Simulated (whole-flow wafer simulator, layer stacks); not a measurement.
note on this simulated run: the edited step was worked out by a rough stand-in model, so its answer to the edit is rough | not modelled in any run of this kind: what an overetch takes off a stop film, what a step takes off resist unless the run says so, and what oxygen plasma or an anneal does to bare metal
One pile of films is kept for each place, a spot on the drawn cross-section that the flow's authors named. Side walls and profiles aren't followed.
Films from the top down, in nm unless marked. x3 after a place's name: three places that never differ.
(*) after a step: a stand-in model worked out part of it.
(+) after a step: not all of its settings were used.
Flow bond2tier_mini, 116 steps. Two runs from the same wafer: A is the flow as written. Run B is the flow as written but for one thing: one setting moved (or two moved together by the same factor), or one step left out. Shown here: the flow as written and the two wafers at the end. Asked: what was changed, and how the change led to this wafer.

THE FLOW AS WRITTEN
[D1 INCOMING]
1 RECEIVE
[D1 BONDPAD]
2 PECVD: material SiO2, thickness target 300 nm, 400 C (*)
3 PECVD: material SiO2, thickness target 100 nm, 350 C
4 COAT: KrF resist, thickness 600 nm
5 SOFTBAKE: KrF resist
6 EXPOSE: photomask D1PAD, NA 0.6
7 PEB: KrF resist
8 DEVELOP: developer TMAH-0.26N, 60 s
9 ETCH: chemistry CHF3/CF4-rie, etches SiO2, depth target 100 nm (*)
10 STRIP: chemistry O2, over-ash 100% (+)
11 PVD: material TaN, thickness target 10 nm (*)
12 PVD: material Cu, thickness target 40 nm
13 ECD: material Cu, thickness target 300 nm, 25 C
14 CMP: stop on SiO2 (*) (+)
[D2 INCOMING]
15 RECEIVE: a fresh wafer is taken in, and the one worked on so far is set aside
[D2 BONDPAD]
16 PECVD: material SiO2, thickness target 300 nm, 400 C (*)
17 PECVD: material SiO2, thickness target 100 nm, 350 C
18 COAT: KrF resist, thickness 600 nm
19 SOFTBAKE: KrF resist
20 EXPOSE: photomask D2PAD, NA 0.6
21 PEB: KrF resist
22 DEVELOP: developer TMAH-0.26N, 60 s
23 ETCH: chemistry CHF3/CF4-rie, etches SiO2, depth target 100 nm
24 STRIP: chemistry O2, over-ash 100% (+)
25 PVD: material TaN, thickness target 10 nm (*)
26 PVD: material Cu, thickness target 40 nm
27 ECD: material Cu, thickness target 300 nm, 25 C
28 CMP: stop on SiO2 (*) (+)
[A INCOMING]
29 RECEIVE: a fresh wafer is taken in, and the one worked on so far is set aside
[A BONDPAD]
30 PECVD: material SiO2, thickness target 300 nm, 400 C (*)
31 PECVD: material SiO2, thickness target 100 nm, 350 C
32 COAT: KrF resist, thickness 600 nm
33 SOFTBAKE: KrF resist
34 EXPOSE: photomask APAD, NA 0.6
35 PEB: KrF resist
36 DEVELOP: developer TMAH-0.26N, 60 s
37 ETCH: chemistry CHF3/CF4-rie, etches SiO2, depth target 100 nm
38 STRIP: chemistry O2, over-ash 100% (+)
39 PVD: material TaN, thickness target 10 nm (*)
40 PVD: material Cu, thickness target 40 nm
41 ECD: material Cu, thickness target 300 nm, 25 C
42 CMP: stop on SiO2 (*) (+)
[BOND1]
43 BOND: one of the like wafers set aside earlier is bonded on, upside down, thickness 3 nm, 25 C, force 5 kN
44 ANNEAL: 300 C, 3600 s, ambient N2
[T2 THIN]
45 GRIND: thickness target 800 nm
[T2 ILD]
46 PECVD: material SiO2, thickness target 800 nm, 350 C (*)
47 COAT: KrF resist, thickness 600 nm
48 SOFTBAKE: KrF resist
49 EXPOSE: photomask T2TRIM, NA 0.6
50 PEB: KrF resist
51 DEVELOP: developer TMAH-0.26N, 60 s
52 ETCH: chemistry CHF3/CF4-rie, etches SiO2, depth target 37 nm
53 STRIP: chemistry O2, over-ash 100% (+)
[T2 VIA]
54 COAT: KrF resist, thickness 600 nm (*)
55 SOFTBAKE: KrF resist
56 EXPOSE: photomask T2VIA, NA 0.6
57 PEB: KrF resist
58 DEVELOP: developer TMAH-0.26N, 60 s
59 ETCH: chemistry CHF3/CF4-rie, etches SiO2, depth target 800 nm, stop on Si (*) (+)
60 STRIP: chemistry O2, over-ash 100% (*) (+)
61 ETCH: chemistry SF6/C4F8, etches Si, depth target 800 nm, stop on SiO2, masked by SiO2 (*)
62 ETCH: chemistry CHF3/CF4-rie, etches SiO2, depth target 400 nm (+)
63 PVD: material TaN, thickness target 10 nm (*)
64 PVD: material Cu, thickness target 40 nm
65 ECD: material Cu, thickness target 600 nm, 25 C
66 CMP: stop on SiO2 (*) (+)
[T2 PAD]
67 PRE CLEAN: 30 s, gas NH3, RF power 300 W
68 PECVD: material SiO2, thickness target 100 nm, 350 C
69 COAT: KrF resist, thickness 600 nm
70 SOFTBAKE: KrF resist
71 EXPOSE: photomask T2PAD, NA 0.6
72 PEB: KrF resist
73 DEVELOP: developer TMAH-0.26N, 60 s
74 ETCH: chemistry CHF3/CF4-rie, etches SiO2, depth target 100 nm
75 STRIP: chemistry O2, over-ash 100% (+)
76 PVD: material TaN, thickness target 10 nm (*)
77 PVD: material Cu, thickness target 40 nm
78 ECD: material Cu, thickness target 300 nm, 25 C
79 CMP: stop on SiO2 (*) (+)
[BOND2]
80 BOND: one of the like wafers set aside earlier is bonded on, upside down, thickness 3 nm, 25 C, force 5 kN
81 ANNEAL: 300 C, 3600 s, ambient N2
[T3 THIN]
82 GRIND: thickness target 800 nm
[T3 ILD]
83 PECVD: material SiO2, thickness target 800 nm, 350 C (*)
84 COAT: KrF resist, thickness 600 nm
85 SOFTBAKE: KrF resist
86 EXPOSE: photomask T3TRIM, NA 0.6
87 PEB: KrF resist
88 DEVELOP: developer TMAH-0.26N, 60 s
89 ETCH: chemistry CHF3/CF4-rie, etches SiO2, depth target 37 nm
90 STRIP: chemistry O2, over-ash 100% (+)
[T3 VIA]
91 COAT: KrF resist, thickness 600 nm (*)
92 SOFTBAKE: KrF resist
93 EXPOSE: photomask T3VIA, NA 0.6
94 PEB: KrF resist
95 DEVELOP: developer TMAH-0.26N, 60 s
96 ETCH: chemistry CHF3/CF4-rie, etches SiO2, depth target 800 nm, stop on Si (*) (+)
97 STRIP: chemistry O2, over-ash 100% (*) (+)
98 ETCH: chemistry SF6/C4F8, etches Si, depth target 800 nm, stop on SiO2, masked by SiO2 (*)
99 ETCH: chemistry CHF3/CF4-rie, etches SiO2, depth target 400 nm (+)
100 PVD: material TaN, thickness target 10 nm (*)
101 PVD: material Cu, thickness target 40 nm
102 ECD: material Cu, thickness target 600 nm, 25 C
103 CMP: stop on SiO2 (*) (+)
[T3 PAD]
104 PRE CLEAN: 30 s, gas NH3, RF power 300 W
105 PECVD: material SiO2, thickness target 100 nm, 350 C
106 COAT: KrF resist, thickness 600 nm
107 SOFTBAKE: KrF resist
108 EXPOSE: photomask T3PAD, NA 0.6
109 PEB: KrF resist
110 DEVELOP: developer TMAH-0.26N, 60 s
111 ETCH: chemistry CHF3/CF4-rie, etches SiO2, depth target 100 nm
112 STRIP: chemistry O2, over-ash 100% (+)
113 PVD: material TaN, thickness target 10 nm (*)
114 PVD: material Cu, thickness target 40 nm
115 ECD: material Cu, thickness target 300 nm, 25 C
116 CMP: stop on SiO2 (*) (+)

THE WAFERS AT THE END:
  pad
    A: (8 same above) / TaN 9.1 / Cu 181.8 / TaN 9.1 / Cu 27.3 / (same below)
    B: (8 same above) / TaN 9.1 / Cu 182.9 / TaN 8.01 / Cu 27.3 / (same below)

The cause: step 76, PVD: thickness target 8.8 nm was run, where the flow has thickness target 10 nm.

How the change led to this, step by step:
  76 PVD: material TaN, thickness target 10 nm (*)
      field: A TaN +10 (new film) | B TaN +8.8 (new film)
      pad: A TaN +9.1 (new film) | B TaN +8.01 (new film)
  79 CMP: stop on SiO2 (*) (+)
      field: A Cu -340 (all of it), TaN -10 (all of it) | B Cu -340 (all of it), TaN -8.8 (all of it)
